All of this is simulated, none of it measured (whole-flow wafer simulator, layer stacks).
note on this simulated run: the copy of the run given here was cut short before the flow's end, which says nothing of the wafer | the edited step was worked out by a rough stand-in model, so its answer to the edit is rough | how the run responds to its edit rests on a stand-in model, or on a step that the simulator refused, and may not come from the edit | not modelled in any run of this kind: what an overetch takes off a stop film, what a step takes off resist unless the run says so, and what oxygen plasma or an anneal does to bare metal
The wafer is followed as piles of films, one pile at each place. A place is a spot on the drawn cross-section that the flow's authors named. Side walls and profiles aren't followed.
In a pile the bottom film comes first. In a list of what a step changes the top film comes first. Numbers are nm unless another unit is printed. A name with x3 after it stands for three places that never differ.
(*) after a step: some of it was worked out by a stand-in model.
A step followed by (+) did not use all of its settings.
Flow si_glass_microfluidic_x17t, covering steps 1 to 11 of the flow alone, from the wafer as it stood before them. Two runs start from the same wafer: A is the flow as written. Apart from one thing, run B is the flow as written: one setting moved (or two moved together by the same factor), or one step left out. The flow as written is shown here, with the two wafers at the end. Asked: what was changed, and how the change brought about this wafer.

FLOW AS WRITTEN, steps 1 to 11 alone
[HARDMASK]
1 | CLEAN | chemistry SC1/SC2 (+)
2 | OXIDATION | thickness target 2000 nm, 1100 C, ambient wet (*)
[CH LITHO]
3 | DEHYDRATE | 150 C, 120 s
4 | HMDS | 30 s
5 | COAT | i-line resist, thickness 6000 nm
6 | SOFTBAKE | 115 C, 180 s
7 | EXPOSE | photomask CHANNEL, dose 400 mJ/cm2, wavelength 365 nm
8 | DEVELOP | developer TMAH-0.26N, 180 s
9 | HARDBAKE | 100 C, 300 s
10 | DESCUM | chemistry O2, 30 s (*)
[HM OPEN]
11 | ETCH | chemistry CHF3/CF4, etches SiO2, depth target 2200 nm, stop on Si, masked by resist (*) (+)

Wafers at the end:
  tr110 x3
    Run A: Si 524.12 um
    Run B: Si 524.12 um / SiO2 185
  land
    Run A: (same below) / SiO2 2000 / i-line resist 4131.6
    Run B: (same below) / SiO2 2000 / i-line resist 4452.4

Cause: step 11, ETCH: depth target 1815 nm was run, though the flow has depth target 2200 nm.

Step by step, how the change led to this:
  11 | ETCH | chemistry CHF3/CF4, etches SiO2, depth target 2200 nm, stop on Si, masked by resist (*) (+)
      tr110 x3: A SiO2 loses 2000 (all of it) | B SiO2 loses 1815
      land: A i-line resist loses 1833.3 | B i-line resist loses 1512.5
